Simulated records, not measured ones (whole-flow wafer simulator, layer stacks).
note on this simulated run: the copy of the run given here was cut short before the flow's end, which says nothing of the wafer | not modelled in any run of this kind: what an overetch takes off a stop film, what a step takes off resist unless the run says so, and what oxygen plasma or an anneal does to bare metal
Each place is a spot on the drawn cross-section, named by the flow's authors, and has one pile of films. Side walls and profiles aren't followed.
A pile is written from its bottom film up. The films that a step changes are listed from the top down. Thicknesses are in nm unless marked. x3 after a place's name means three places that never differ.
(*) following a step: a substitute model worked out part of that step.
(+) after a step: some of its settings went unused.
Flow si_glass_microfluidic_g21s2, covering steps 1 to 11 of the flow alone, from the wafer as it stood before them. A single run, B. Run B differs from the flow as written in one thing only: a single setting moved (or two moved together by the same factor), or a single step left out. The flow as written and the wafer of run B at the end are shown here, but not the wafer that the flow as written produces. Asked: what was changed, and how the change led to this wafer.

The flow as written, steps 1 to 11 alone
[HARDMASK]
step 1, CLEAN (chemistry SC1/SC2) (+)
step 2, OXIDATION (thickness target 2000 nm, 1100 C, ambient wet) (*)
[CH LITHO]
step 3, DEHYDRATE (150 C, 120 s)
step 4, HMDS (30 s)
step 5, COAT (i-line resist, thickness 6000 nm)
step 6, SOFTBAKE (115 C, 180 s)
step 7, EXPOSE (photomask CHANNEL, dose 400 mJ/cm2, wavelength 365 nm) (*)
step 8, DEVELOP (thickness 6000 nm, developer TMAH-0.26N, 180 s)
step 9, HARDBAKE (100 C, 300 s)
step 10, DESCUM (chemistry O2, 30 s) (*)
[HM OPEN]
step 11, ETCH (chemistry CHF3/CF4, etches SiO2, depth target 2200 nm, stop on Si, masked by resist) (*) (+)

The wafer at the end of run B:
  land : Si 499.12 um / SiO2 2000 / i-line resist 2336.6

The reason: step 5, COAT: thickness 4200 nm was run, whereas the flow has thickness 6000 nm.

How this came from the change, step by step:
  step 5, COAT (i-line resist, thickness 6000 nm)
      land, trench20 x3: i-line resist gains 4200 (new film) (as written it would have been: i-line resist gains 6000 (new film))
  step 8, DEVELOP (thickness 6000 nm, developer TMAH-0.26N, 180 s)
      trench20 x3: i-line resist loses 4200 (all of it) (as written it would have been: i-line resist loses 6000 (all of it))
  step 9, HARDBAKE (100 C, 300 s)
      land: i-line resist loses 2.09 (as written it would have been: i-line resist loses 7.06)
